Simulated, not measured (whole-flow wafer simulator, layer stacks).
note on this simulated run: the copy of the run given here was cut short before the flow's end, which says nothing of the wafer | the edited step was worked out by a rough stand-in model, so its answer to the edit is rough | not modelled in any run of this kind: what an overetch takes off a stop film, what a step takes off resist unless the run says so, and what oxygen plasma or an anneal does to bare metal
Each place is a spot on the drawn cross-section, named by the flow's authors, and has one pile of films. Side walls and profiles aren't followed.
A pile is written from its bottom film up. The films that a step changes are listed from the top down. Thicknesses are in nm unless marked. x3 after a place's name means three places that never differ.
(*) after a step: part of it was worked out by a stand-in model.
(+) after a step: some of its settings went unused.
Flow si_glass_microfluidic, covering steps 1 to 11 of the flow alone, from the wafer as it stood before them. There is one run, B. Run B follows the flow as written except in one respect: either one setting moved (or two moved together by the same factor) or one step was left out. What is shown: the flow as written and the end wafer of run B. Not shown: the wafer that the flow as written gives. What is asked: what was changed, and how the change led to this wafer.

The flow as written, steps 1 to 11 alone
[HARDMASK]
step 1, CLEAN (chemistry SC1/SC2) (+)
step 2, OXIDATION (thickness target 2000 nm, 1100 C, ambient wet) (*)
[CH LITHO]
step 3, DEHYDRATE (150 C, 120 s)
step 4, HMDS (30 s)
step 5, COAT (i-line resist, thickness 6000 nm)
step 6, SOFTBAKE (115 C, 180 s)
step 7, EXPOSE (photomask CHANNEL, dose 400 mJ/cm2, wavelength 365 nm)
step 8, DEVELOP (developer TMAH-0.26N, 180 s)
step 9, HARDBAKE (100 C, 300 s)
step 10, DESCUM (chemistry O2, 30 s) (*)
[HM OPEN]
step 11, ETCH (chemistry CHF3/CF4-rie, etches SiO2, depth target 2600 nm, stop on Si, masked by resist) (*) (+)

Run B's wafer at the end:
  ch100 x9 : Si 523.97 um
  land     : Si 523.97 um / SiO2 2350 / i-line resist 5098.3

Cause: step 2, OXIDATION: thickness target 2350 nm was run, though the flow has thickness target 2000 nm.
One can read it off the wafer: land has SiO2 2350, and step 2 as written asks for 2000 nm.

How this came from the change, step by step:
  step 2, OXIDATION (thickness target 2000 nm, 1100 C, ambient wet) (*)
      land, ch100 x9: +2350 SiO2 (new film), -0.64 chemical SiO2 (all of it), -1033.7 Si (it would be, as written: +2000 SiO2 (new film), -0.64 chemical SiO2 (all of it), -879.7 Si)
  step 11, ETCH (chemistry CHF3/CF4-rie, etches SiO2, depth target 2600 nm, stop on Si, masked by resist) (*) (+)
      ch100 x9: -2350 SiO2 (all of it) (it would be, as written: -2000 SiO2 (all of it))
